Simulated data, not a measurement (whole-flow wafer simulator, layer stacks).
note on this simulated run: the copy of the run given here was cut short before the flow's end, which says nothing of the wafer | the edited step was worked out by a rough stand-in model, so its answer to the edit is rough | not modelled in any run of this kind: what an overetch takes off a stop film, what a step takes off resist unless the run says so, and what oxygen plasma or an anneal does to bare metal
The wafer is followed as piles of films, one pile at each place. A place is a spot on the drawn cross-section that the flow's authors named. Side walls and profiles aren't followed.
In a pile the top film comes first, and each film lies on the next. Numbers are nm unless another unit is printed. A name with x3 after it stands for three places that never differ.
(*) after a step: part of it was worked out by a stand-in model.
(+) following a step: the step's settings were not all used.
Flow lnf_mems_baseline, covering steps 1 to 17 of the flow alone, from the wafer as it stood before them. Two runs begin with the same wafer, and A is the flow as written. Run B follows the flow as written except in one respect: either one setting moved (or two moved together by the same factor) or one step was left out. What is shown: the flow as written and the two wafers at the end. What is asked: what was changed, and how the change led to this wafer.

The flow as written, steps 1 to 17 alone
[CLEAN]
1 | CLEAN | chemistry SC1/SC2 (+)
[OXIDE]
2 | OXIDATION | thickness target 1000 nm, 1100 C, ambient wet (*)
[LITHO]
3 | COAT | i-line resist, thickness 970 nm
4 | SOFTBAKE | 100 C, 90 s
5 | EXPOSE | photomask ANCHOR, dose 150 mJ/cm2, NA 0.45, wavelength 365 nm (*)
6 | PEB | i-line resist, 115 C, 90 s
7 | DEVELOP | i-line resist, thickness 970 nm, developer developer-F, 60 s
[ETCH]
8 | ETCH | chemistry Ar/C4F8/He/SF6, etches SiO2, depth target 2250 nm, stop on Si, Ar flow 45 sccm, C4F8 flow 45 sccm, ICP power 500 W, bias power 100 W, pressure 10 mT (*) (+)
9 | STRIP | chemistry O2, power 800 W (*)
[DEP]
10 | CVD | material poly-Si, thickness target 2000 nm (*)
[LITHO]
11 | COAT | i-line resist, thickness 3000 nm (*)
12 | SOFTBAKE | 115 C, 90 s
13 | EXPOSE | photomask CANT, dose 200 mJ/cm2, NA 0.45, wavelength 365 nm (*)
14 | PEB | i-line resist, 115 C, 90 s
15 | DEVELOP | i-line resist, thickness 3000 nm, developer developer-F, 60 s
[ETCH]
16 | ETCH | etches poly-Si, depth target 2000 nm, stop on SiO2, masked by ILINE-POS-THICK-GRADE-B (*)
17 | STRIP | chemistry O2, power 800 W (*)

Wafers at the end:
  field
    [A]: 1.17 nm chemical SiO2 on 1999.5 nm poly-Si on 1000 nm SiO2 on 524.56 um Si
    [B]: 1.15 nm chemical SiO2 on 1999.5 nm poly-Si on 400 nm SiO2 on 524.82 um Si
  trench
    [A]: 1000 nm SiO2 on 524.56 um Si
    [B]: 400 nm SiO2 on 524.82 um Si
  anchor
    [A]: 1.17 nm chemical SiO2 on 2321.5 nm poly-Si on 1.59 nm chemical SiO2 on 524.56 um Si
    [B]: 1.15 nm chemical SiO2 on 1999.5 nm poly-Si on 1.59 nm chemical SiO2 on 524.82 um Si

Cause: step 2, OXIDATION: thickness target 400 nm was run, though the flow has thickness target 1000 nm.
The wafer itself shows it: field has SiO2 400, and step 2 as written asks for 1000 nm.

How this came from the change, step by step:
  2 | OXIDATION | thickness target 1000 nm, 1100 C, ambient wet (*)
      field, anchor, beam, trench, char_slit: A SiO2 gains 1000 (new film), chemical SiO2 loses 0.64 (all of it), Si loses 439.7 | B SiO2 gains 400 (new film), chemical SiO2 loses 0.64 (all of it), Si loses 175.7
  8 | ETCH | chemistry Ar/C4F8/He/SF6, etches SiO2, depth target 2250 nm, stop on Si, Ar flow 45 sccm, C4F8 flow 45 sccm, ICP power 500 W, bias power 100 W, pressure 10 mT (*) (+)
      field, beam, trench, char_slit: A i-line resist loses 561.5 | B i-line resist loses 261.5
      anchor: A SiO2 loses 1000 (all of it) | B SiO2 loses 400 (all of it)
  9 | STRIP | chemistry O2, power 800 W (*)
      field, beam, trench, char_slit: A i-line resist loses 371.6 (all of it) | B i-line resist loses 671.6 (all of it)
  10 | CVD | material poly-Si, thickness target 2000 nm (*)
      anchor: A poly-Si gains 2322 (new film) | B poly-Si gains 2000 (new film)
  11 | COAT | i-line resist, thickness 3000 nm (*)
      anchor: A i-line resist gains 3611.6 (new film) | B i-line resist gains 3342.8 (new film)
  12 | SOFTBAKE | 115 C, 90 s
      field: A i-line resist loses 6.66 | B i-line resist loses 5.94
      anchor: A i-line resist gains 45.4 | B i-line resist gains 38.5
      (also at 2 further places)
  14 | PEB | i-line resist, 115 C, 90 s
      anchor: A i-line resist loses 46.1 | B i-line resist loses 41.3
  17 | STRIP | chemistry O2, power 800 W (*)
      anchor: A chemical SiO2 gains 1.17 (new film), i-line resist loses 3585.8 (all of it), poly-Si loses 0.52 | B chemical SiO2 gains 1.15 (new film), i-line resist loses 3314.9 (all of it), poly-Si loses 0.51
